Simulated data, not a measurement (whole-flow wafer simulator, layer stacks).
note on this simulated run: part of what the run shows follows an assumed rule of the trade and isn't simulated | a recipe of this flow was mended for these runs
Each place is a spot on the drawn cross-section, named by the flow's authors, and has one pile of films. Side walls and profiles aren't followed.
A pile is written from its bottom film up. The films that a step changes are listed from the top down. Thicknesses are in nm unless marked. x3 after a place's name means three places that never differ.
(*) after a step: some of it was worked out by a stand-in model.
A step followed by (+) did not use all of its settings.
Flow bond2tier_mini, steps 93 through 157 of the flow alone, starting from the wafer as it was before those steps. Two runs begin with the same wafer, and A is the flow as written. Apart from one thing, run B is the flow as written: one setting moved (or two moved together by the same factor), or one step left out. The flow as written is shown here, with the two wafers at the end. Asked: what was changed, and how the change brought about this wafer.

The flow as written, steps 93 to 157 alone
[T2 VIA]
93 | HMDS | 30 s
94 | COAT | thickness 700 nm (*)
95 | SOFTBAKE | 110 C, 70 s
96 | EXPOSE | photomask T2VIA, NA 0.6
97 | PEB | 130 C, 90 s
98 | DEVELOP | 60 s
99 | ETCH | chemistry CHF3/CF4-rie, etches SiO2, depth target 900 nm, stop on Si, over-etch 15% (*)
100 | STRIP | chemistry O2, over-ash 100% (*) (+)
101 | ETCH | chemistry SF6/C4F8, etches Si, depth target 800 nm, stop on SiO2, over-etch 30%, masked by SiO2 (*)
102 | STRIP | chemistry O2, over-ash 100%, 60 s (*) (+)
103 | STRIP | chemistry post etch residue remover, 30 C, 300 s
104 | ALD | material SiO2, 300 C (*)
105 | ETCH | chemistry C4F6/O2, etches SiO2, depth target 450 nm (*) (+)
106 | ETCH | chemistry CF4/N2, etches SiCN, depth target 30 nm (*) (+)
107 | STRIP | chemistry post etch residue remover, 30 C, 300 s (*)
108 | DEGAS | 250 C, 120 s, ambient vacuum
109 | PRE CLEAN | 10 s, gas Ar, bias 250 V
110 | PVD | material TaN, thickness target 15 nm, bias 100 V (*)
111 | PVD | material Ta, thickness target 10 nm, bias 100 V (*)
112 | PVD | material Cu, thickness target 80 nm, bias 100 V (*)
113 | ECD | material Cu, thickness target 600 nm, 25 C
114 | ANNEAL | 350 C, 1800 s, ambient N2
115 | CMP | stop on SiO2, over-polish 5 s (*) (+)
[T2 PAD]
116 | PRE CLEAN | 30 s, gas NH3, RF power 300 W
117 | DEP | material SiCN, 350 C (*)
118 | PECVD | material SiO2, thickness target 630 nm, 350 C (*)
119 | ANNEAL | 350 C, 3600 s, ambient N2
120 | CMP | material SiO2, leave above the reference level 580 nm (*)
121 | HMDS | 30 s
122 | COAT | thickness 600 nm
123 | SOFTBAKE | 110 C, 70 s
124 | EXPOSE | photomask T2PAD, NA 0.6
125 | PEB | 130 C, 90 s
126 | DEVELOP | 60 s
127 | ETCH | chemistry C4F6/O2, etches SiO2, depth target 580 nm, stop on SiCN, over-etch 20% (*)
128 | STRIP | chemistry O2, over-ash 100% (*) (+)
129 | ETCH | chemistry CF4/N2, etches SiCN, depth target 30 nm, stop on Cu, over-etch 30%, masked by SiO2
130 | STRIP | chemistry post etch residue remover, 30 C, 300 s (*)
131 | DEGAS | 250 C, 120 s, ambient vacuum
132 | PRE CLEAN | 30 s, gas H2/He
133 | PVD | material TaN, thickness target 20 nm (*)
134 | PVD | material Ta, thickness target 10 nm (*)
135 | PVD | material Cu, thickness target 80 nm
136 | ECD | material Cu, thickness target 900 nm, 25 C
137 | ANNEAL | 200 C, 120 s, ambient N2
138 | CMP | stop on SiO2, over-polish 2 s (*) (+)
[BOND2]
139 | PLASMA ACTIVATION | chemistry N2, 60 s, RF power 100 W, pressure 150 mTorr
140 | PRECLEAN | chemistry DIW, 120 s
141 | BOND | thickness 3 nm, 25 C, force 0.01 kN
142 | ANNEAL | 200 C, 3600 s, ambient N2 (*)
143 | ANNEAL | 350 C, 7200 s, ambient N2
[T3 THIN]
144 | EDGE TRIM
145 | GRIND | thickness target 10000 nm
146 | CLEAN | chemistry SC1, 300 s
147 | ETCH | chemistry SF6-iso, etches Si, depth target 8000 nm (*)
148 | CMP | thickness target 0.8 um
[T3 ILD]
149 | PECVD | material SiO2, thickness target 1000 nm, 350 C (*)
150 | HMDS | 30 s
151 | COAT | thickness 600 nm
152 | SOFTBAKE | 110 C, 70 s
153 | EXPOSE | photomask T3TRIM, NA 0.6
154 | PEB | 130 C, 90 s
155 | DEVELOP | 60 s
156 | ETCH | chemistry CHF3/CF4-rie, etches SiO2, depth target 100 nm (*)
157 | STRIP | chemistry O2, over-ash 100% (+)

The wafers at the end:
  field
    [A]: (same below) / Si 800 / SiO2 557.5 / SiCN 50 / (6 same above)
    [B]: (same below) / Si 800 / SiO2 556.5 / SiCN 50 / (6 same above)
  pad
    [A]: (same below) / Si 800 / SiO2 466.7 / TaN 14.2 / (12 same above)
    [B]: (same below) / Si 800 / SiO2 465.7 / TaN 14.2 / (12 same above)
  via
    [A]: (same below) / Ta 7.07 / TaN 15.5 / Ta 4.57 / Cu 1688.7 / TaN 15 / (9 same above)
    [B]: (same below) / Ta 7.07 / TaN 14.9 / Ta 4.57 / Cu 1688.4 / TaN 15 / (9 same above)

Cause: step 101, ETCH: over-etch 36.7% was run, though the flow has over-etch 30%; step 109, PRE CLEAN: bias 308 V was run, where the flow has bias 250 V.

Step by step, how the change led to this:
  101 | ETCH | chemistry SF6/C4F8, etches Si, depth target 800 nm, stop on SiO2, over-etch 30%, masked by SiO2 (*)
      via: A Si loses 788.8 (all of it), chemical SiO2 loses 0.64 (all of it), SiO2 loses 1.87 | B Si loses 788.8 (all of it), chemical SiO2 loses 0.64 (all of it), SiO2 loses 2.4
  109 | PRE CLEAN | 10 s, gas Ar, bias 250 V
      via: A TaN loses 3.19 | B TaN loses 3.82
